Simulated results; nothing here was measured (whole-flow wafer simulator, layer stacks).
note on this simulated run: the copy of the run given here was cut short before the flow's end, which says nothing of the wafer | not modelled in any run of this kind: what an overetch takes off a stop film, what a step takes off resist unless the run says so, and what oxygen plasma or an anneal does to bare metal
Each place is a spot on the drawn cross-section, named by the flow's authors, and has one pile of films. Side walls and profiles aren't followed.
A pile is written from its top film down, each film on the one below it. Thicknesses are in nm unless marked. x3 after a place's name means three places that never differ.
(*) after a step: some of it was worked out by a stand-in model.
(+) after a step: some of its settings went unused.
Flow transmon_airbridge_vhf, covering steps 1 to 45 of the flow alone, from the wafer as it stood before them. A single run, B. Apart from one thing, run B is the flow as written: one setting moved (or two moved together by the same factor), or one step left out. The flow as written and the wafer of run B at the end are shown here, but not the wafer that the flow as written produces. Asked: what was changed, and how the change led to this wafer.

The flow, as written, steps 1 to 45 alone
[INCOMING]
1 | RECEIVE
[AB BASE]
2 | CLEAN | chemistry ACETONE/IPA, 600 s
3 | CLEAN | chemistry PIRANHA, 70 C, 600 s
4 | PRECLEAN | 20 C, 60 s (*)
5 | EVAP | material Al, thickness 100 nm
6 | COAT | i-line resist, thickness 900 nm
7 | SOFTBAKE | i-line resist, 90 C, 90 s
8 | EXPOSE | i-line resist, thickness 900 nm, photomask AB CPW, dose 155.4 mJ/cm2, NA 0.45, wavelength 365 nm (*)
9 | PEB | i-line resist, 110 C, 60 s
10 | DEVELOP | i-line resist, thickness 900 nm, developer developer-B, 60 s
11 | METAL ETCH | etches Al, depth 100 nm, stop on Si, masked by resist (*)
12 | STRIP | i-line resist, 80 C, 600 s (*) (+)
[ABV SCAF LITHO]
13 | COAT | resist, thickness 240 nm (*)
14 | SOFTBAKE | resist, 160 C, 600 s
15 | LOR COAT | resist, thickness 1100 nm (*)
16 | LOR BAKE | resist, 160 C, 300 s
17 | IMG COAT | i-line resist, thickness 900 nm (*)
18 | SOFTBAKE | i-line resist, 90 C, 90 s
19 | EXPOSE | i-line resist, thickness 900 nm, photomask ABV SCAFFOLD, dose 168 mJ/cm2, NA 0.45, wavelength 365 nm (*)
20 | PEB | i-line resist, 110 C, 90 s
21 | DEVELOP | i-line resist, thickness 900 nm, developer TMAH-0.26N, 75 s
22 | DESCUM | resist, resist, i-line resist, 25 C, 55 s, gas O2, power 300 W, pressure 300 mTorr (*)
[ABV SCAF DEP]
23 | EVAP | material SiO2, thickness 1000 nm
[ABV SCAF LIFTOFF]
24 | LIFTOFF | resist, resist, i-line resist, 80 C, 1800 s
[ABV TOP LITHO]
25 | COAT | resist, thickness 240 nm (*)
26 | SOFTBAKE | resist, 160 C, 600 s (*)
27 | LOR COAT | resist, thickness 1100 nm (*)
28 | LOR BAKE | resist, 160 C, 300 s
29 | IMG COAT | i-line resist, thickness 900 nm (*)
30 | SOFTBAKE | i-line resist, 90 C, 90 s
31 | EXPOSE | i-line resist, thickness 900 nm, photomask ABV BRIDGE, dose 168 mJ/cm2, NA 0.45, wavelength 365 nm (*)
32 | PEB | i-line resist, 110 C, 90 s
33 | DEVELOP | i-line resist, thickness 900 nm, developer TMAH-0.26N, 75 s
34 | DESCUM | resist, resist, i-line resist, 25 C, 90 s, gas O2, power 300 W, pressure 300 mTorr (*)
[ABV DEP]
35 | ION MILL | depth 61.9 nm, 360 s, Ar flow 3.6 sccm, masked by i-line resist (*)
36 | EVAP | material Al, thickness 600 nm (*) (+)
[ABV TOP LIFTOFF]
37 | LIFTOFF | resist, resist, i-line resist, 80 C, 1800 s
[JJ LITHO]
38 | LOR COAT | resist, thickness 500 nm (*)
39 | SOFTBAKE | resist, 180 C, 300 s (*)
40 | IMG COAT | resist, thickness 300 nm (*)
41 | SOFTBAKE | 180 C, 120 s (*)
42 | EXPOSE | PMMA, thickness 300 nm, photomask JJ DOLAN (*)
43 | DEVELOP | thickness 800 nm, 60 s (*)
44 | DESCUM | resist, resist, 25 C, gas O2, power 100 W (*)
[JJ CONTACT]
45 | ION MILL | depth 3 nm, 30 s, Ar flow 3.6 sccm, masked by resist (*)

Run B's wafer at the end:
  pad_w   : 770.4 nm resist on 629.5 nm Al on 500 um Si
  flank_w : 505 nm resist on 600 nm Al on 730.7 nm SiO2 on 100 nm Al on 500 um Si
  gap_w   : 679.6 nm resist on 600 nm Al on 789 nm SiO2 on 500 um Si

Cause: step 23, EVAP: thickness 825 nm was run, whereas the flow has thickness 1000 nm.

The path from the change to this, step by step:
  23 | EVAP | material SiO2, thickness 1000 nm
      field x3, jj_line, ground_far and 10 more: +825 SiO2 (new film) (as written it would have been: +1000 SiO2 (new film))
      flank_w, flank_e: +766.7 SiO2 (new film) (as written it would have been: +929.3 SiO2 (new film))
  24 | LIFTOFF | resist, resist, i-line resist, 80 C, 1800 s
      field x3, jj_line, trace_open_s x2: -825 SiO2 (all of it), -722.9 i-line resist (all of it), -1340 resist (all of it) (as written it would have been: -1000 SiO2 (all of it), -722.9 i-line resist (all of it), -1340 resist (all of it))
      pad_w, pad_e: -825 SiO2 (all of it), -718 i-line resist (all of it), -1330.2 resist (all of it) (as written it would have been: -1000 SiO2 (all of it), -718 i-line resist (all of it), -1330.2 resist (all of it))
      (also at 1 further place)
  25 | COAT | resist, thickness 240 nm (*)
      flank_w, flank_e: +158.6 resist (new film) (as written it would have been: +152.6 resist (new film))
      gap_w, gap_e: +218.3 resist (new film) (as written it would have been: +210.7 resist (new film))
      (also at 6 further places)
  27 | LOR COAT | resist, thickness 1100 nm (*)
      gap_w, gap_e: +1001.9 resist (as written it would have been: +977.8 resist)
      margin_s, margin_n: +865.4 resist (as written it would have been: +823.4 resist)
      (also at 6 further places)
  29 | IMG COAT | i-line resist, thickness 900 nm (*)
      gap_w, gap_e: +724 i-line resist (new film) (as written it would have been: +681.7 i-line resist (new film))
      margin_s, margin_n: +658.7 i-line resist (new film) (as written it would have been: +603.2 i-line resist (new film))
      (also at 5 further places)
  32 | PEB | i-line resist, 110 C, 90 s
      flank_w, flank_e: -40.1 i-line resist (as written it would have been: -38.3 i-line resist)
      gap_w, gap_e: -36.9 i-line resist (as written it would have been: -34.7 i-line resist)
      (also at 5 further places)
  33 | DEVELOP | i-line resist, thickness 900 nm, developer TMAH-0.26N, 75 s
      gap_w, gap_e: -687 i-line resist (all of it), -1001.9 resist (as written it would have been: -646.9 i-line resist (all of it), -977.8 resist)
      pad_w: -922.4 i-line resist (all of it), -1220.4 resist (as written it would have been: -937.2 i-line resist (all of it), -1247.8 resist)
      (also at 5 further places)
  34 | DESCUM | resist, resist, i-line resist, 25 C, 90 s, gas O2, power 300 W, pressure 300 mTorr (*)
      flank_w, flank_e: -158.6 resist (all of it) (as written it would have been: -152.6 resist (all of it))
      gap_w, gap_e: -218.3 resist (all of it) (as written it would have been: -210.7 resist (all of it))
      (also at 4 further places)
  37 | LIFTOFF | resist, resist, i-line resist, 80 C, 1800 s
      margin_s, margin_n: -600 Al (all of it), -370.8 i-line resist (all of it), -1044 resist (all of it) (as written it would have been: -600 Al (all of it), -318.3 i-line resist (all of it), -992 resist (all of it))
      ground_far: -600 Al (all of it), -696.1 i-line resist (all of it), -1379.1 resist (all of it) (as written it would have been: -600 Al (all of it), -717.9 i-line resist (all of it), -1384.9 resist (all of it))
  38 | LOR COAT | resist, thickness 500 nm (*)
      flank_w, flank_e: +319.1 resist (new film) (as written it would have been: +306.5 resist (new film))
      margin_s, margin_n: +458.7 resist (new film) (as written it would have been: +445.3 resist (new film))
      (also at 1 further place)
  40 | IMG COAT | resist, thickness 300 nm (*)
      flank_w, flank_e: +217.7 resist (as written it would have been: +212.1 resist)
      gap_w, gap_e: +253.1 resist (as written it would have been: +245.7 resist)
      (also at 4 further places)
